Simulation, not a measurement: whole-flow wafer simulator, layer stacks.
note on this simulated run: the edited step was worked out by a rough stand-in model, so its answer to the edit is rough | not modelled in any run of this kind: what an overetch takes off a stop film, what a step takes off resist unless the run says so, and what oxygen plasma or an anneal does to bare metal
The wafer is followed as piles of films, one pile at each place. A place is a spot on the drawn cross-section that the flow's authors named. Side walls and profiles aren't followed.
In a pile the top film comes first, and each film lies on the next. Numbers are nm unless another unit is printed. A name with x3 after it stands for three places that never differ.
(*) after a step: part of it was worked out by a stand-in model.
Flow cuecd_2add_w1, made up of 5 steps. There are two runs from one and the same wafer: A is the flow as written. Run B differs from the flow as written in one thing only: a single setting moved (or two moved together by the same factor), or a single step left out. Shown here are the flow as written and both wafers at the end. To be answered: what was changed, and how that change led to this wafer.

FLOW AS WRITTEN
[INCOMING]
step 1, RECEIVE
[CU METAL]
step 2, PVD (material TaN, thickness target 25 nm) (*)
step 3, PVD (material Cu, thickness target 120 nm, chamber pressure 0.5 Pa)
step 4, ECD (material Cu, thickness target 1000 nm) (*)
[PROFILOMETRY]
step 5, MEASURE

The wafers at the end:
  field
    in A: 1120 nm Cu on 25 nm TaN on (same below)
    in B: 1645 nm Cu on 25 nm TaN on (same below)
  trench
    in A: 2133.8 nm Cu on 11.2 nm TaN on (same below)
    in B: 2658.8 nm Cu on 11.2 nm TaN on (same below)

What caused this: step 4, ECD: thickness target 1525 nm was run, while the flow as written has thickness target 1000 nm.

Step by step, how the change led to this:
  step 4, ECD (material Cu, thickness target 1000 nm) (*)
      field: A +1000 Cu | B +1525 Cu
      trench: A +2080.2 Cu | B +2605.2 Cu
